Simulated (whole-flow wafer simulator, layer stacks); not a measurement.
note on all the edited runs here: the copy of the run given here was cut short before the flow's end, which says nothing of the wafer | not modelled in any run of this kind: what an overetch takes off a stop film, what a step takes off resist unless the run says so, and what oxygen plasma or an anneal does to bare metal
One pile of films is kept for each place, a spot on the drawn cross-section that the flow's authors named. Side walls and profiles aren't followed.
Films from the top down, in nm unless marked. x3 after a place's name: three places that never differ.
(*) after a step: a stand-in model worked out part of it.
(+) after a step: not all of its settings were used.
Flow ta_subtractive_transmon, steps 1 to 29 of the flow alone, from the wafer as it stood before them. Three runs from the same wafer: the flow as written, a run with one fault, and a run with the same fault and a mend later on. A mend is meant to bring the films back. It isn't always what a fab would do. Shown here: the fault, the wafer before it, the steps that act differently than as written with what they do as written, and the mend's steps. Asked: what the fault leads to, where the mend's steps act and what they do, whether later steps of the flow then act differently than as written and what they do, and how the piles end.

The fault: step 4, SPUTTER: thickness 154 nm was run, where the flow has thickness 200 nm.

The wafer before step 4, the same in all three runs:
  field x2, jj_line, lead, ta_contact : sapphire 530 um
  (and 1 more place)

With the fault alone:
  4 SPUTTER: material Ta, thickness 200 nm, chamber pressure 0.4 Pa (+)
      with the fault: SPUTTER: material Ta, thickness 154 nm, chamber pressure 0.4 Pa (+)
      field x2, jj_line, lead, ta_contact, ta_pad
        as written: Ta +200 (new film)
        with the fault: Ta +154 (new film)
  Later steps of the flow that act differently than as written (1 more step differs only slightly, by at most 2% or 0.5 nm, whichever is larger, and isn't shown):
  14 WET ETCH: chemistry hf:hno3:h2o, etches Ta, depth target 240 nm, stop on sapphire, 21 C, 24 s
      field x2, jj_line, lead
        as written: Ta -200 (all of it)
        with the fault: Ta -154 (all of it)
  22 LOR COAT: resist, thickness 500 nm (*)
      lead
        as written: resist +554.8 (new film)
        with the fault: resist +542.9 (new film)
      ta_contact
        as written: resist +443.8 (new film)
        with the fault: resist +455.8 (new film)
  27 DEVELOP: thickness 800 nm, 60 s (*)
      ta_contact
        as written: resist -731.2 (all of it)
        with the fault: resist -746.2 (all of it)
  At the end the piles differ from the flow's by more than 2% or 0.5 nm, whichever is larger, at ta_contact, ta_pad.
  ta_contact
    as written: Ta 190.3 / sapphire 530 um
    with the fault: Ta 144.3 / sapphire 530 um
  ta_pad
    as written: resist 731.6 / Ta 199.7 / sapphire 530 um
    with the fault: resist 738.7 / Ta 153.7 / sapphire 530 um

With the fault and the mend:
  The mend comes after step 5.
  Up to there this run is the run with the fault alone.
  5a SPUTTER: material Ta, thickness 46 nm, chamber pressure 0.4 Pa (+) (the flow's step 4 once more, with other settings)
      field x2, jj_line, lead, ta_contact, ta_pad
        Ta +46
  No later step of the flow acts differently than as written at any place that is followed.
  At the end the piles are the same as the flow's at every place that both follow.
